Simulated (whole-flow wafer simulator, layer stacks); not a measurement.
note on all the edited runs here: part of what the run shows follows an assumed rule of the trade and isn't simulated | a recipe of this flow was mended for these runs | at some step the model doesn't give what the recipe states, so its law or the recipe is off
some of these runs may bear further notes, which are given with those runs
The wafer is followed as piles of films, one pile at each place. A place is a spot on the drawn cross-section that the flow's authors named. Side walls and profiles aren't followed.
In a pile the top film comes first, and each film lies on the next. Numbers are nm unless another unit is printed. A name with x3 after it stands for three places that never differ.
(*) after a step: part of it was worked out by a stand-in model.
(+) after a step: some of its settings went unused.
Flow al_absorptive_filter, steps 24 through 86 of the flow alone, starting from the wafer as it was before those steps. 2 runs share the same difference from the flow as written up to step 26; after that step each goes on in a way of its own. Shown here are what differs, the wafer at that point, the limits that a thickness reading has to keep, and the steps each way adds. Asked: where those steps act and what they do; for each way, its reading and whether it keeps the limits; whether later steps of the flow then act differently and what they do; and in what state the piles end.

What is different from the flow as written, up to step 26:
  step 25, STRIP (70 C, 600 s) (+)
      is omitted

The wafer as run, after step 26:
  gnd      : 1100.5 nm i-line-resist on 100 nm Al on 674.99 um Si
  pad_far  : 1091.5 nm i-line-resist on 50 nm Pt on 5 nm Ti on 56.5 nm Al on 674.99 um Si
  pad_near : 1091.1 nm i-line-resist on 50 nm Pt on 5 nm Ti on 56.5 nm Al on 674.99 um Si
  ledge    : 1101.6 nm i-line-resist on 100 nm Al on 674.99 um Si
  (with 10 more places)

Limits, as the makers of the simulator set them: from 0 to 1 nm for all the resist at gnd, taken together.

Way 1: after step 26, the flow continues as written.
  Reading after step 26: 1100.5 nm, not within the limits.
  Steps later in the flow that act otherwise than as written (not shown: 19 more steps that differ only slightly, by at most 2% or 0.5 nm, whichever is larger):
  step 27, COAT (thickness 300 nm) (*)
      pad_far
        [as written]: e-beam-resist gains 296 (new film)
        [this way]: e-beam-resist gains 288.3 (new film)
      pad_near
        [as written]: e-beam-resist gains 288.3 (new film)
        [this way]: e-beam-resist gains 253.8 (new film)
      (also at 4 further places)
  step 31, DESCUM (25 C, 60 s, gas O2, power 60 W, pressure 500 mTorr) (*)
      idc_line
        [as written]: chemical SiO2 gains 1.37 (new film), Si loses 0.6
        [this way]: nothing
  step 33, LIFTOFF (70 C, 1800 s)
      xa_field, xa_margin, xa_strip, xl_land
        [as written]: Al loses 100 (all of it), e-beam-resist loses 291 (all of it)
        [this way]: Al loses 100 (all of it), e-beam-resist loses 291 (all of it), i-line-resist loses 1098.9 (all of it)
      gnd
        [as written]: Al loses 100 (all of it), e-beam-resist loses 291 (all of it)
        [this way]: Al loses 100 (all of it), e-beam-resist loses 291 (all of it), i-line-resist loses 1100.5 (all of it)
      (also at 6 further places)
  At idc_line, the piles at the end differ from the flow's by more than 2% or 0.5 nm, whichever is larger.
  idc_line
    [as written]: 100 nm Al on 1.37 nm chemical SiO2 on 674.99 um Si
    [this way]: 100 nm Al on 674.99 um Si

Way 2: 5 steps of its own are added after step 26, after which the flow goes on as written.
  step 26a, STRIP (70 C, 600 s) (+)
      xa_field, xa_margin, xa_strip, xl_land, xl_turn
        i-line-resist loses 1098.9 (all of it)
      gnd
        i-line-resist loses 1100.5 (all of it)
      pad_far
        i-line-resist loses 1091.5 (all of it)
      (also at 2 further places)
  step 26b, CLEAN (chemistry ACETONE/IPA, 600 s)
      leaves every film unchanged at each place that is followed
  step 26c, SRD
      leaves every film unchanged at each place that is followed
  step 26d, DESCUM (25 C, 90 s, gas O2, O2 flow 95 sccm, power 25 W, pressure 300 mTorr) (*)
      leaves every film unchanged at each place that is followed
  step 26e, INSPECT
      leaves every film unchanged at each place that is followed
  Reading after step 26e: 0 nm, inside the limits.
  Every later step of the flow that is run acts as written at every place that is followed.
  At every place that both follow, the piles at the end match the flow's.

Inside the limits: way 2. Outside the limits: way 1.
